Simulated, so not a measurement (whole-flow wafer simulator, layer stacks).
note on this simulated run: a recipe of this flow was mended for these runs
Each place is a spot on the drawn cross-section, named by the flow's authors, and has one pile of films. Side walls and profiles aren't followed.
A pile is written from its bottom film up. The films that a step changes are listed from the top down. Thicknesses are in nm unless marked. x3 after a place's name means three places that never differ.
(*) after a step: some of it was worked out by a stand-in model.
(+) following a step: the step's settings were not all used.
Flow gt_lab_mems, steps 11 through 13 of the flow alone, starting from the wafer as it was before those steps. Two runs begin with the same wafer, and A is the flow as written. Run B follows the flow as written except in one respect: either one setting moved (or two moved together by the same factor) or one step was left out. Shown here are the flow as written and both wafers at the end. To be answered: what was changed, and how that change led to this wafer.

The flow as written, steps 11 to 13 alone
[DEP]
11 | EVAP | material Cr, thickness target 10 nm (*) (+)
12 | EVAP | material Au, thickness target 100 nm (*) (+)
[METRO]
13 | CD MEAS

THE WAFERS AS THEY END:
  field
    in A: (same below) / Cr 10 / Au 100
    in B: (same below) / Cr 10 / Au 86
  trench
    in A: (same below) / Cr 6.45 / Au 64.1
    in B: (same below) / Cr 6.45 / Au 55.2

Cause: step 12, EVAP: thickness target 86 nm was run, while the flow as written has thickness target 100 nm.
The wafer lets one read it off: field has Au 86, and step 12 as written asks for 100 nm.

How this came from the change, step by step:
  12 | EVAP | material Au, thickness target 100 nm (*) (+)
      field: A Au gains 100 (new film) | B Au gains 86 (new film)
      trench: A Au gains 64.1 (new film) | B Au gains 55.2 (new film)
